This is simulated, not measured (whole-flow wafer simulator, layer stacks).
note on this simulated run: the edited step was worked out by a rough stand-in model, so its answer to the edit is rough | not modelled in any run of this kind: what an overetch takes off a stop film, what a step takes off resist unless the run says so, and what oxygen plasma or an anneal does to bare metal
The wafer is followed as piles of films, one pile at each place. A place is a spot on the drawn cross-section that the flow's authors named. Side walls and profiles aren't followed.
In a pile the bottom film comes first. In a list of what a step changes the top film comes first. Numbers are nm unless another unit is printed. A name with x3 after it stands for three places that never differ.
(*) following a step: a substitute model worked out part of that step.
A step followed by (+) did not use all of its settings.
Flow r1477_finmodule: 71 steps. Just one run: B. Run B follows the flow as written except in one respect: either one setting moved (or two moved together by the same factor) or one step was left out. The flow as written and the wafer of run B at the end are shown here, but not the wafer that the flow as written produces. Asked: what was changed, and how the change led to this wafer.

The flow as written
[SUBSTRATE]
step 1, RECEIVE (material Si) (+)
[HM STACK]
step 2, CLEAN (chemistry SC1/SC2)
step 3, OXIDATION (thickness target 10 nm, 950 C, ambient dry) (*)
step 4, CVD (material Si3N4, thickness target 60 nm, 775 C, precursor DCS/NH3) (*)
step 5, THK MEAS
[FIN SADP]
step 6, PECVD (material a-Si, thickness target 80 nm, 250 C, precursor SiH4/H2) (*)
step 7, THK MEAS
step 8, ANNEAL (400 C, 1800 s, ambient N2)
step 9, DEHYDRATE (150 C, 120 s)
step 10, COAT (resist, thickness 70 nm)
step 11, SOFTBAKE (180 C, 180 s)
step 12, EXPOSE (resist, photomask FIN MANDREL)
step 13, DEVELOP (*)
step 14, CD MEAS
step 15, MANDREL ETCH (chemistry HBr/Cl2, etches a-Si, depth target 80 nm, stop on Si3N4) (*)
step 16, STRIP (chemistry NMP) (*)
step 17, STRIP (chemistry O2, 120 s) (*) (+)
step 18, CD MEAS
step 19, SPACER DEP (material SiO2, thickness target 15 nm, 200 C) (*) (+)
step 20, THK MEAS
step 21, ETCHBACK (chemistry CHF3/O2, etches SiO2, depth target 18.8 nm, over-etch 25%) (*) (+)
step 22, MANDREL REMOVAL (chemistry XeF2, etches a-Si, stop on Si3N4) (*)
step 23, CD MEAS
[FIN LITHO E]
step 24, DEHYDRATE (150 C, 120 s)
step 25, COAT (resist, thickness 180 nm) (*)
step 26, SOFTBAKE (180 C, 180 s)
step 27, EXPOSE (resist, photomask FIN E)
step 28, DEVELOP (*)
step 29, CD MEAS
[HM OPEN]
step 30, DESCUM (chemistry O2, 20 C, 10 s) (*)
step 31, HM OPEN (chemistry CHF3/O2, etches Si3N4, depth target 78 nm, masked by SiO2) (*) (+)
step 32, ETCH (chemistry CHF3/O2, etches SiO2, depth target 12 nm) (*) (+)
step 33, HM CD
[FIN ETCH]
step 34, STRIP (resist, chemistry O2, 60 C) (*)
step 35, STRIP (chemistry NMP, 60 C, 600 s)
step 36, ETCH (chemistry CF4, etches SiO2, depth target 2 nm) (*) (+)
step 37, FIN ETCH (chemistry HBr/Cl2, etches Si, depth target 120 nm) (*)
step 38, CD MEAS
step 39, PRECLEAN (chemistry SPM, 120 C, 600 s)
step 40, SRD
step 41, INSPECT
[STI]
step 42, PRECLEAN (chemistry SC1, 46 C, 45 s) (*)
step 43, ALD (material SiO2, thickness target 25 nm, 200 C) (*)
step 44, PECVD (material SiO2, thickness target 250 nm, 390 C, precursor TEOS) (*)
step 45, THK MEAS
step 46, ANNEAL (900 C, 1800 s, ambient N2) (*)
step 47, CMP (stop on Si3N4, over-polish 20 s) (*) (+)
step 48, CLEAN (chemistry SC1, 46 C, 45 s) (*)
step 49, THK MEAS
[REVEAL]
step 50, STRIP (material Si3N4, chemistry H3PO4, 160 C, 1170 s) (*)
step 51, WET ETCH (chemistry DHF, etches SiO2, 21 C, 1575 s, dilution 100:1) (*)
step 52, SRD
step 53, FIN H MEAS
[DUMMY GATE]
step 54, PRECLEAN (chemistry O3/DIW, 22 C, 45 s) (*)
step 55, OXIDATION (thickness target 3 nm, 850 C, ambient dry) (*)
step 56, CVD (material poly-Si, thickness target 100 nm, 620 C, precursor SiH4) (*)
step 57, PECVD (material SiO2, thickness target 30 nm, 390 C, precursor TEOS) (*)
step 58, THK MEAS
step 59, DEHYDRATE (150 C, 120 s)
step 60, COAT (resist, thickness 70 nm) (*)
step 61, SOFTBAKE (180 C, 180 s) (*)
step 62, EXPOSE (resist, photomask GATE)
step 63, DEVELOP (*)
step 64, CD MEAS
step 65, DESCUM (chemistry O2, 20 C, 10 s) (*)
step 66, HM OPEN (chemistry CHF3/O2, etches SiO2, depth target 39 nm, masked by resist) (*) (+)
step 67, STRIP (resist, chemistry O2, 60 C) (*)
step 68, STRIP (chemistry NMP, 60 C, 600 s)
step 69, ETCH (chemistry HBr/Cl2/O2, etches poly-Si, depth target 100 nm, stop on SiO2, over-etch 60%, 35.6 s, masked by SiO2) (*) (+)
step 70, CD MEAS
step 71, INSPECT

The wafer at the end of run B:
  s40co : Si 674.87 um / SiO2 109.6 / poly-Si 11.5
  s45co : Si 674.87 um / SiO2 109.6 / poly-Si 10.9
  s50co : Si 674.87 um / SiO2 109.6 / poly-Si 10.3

Cause: step 69, ETCH: depth target 62.5 nm was run, while the flow as written has depth target 100 nm; step 69, ETCH: 22.2 s was run, where the flow has 35.6 s.

How this came from the change, step by step:
  step 69, ETCH (chemistry HBr/Cl2/O2, etches poly-Si, depth target 100 nm, stop on SiO2, over-etch 60%, 35.6 s, masked by SiO2) (*) (+)
      s40co: chemical SiO2 loses 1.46 (all of it), poly-Si loses 100 (in the flow as written it would be: chemical SiO2 loses 1.46 (all of it), poly-Si loses 111.5 (all of it), SiO2 loses 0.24)
      s45co: chemical SiO2 loses 1.46 (all of it), poly-Si loses 100 (in the flow as written it would be: chemical SiO2 loses 1.46 (all of it), poly-Si loses 110.9 (all of it), SiO2 loses 0.25)
      (also at 19 further places)
